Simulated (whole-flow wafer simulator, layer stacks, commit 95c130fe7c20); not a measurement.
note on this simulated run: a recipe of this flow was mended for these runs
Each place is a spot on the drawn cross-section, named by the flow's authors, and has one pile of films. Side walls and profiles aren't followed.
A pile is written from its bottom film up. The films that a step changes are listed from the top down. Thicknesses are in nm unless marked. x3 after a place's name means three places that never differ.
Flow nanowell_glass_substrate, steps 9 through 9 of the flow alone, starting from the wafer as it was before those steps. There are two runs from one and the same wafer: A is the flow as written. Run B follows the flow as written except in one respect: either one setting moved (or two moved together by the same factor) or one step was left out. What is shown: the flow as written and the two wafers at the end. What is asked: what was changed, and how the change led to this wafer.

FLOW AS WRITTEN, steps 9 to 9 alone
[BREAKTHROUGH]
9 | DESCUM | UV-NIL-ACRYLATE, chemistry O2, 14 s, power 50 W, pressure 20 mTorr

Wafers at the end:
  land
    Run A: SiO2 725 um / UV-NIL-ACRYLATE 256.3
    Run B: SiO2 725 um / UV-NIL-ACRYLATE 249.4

What caused this: step 9, DESCUM: 16.8 s was run, though the flow has 14 s.

How this came from the change, step by step:
  9 | DESCUM | UV-NIL-ACRYLATE, chemistry O2, 14 s, power 50 W, pressure 20 mTorr
      land: A UV-NIL-ACRYLATE loses 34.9 | B UV-NIL-ACRYLATE loses 41.8
